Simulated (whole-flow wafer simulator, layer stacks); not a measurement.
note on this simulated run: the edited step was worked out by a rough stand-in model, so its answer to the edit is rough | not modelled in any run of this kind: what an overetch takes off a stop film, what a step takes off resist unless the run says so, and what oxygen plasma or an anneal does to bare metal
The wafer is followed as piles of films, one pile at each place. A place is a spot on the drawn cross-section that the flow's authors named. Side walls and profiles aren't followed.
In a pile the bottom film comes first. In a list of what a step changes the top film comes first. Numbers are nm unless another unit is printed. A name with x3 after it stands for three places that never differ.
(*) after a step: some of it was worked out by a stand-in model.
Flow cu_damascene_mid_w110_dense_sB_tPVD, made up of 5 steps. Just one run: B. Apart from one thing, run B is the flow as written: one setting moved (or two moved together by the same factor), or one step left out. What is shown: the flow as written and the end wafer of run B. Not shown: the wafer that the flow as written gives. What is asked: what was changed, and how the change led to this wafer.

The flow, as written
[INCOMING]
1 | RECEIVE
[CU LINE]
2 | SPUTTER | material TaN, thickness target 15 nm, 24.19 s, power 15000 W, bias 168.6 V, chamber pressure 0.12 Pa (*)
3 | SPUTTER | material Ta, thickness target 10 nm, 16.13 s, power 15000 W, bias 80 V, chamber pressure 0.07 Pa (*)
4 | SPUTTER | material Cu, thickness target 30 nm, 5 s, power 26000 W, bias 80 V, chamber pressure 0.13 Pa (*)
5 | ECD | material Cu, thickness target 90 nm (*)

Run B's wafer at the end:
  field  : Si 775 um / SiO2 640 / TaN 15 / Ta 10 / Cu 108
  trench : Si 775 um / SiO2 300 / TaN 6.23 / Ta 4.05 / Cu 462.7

Cause: step 4, SPUTTER: 3 s was run, though the flow has 5 s.

How this came from the change, step by step:
  4 | SPUTTER | material Cu, thickness target 30 nm, 5 s, power 26000 W, bias 80 V, chamber pressure 0.13 Pa (*)
      field: +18 Cu (new film) (as written it would have been: +30 Cu (new film))
      trench: +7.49 Cu (new film) (as written it would have been: +12.5 Cu (new film))
